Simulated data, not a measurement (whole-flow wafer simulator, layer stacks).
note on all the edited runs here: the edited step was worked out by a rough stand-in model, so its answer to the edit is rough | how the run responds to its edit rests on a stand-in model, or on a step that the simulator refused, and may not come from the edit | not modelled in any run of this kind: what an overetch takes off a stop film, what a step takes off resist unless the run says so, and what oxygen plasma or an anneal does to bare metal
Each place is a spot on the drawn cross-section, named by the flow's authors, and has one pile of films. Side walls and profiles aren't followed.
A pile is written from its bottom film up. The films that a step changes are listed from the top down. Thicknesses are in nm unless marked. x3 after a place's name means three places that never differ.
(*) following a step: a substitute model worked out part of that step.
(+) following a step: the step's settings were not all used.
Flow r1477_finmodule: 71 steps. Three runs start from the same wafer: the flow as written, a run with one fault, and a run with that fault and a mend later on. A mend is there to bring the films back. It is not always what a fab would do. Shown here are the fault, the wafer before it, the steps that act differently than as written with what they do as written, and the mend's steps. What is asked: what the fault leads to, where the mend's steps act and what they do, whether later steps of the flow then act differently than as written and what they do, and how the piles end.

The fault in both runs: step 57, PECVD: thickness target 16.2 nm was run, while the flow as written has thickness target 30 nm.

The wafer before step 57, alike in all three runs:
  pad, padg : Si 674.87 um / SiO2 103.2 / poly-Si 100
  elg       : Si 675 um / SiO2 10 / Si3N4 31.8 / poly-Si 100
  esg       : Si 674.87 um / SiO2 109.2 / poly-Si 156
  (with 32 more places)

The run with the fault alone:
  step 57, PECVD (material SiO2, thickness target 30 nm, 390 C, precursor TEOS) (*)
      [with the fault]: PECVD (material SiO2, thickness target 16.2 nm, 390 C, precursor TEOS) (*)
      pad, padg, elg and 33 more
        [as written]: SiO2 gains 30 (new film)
        [with the fault]: SiO2 gains 16.2 (new film)
  Steps further on in the flow that do not act as written (3 more steps, not shown, differ only slightly: by at most 2% or 0.5 nm, whichever is larger):
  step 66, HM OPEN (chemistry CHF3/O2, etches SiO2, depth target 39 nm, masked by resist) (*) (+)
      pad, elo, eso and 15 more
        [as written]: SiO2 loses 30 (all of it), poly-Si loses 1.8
        [with the fault]: SiO2 loses 16.2 (all of it), poly-Si loses 1.62
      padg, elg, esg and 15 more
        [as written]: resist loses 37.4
        [with the fault]: resist loses 23.3
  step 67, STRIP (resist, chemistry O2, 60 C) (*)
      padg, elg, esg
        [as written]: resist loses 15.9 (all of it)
        [with the fault]: resist loses 30 (all of it)
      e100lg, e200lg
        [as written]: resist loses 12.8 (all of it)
        [with the fault]: resist loses 26.9 (all of it)
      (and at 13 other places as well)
  At padg, elg, esg and 15 more, the piles at the end differ from the flow's by more than 2% or 0.5 nm, whichever is larger.
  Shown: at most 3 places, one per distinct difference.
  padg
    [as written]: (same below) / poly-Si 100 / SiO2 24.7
    [with the fault]: (same below) / poly-Si 100 / SiO2 10.9
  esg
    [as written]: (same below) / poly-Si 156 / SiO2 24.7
    [with the fault]: (same below) / poly-Si 156 / SiO2 10.9
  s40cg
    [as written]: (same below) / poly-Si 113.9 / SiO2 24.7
    [with the fault]: (same below) / poly-Si 113.9 / SiO2 10.9

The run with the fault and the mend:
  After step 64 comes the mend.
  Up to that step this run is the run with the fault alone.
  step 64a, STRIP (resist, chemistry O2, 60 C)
      padg, elg, esg
        resist loses 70 (all of it)
      e40lg, e100lg, e200lg
        resist loses 66.9 (all of it)
      s40sg, s45sg
        resist loses 91 (all of it)
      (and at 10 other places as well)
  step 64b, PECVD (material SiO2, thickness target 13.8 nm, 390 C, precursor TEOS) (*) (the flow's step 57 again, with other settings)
      pad, padg, elg and 33 more
        SiO2 gains 13.8
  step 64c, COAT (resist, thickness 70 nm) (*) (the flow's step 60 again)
      e40lg, e100lg, e200lg, elo, e40lo, e100lo, e200lo
        resist gains 66.9 (new film)
      pad, padg, elg, esg
        resist gains 70 (new film)
      s40sg, s45sg, s40so, s45so
        resist gains 91 (new film)
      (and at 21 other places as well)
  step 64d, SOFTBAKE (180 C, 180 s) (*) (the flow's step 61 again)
      leaves every film unchanged at each place that is followed
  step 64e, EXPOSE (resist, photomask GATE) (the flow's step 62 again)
      leaves every film unchanged at each place that is followed
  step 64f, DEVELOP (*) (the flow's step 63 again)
      elo, e40lo, e100lo, e200lo
        resist loses 66.9 (all of it)
      eso, e40so
        resist loses 129.5 (all of it)
      s40so, s45so
        resist loses 91 (all of it)
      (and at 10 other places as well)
  Every later step of the flow that is run acts as written at every place that is followed.
  The piles end the same as the flow's at every place that both follow.
